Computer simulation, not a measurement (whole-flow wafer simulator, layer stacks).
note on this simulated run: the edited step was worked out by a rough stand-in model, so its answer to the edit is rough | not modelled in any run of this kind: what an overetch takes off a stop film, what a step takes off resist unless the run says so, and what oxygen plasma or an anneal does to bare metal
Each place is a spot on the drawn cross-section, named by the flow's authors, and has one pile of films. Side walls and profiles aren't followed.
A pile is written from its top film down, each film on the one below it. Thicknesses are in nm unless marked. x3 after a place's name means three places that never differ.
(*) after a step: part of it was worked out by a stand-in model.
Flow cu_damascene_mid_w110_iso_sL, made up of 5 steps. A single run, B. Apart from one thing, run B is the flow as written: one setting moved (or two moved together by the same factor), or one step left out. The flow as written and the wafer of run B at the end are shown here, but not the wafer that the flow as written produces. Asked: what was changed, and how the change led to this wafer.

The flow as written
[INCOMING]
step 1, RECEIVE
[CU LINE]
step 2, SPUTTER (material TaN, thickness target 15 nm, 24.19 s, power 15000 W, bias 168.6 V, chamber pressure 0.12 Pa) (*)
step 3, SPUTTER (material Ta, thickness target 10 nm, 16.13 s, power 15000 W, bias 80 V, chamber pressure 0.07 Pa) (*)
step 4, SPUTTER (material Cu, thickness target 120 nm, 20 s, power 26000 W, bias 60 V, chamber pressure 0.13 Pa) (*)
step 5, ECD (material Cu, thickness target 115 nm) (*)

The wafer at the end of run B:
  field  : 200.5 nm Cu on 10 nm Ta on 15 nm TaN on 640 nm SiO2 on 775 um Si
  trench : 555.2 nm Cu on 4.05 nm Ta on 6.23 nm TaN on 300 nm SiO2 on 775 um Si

What caused this: step 5, ECD: thickness target 80.5 nm was run, whereas the flow has thickness target 115 nm.

The path from the change to this, step by step:
  step 5, ECD (material Cu, thickness target 115 nm) (*)
      field: Cu gains 80.5 (as written it would have been: Cu gains 115)
      trench: Cu gains 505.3 (as written it would have been: Cu gains 539.8)
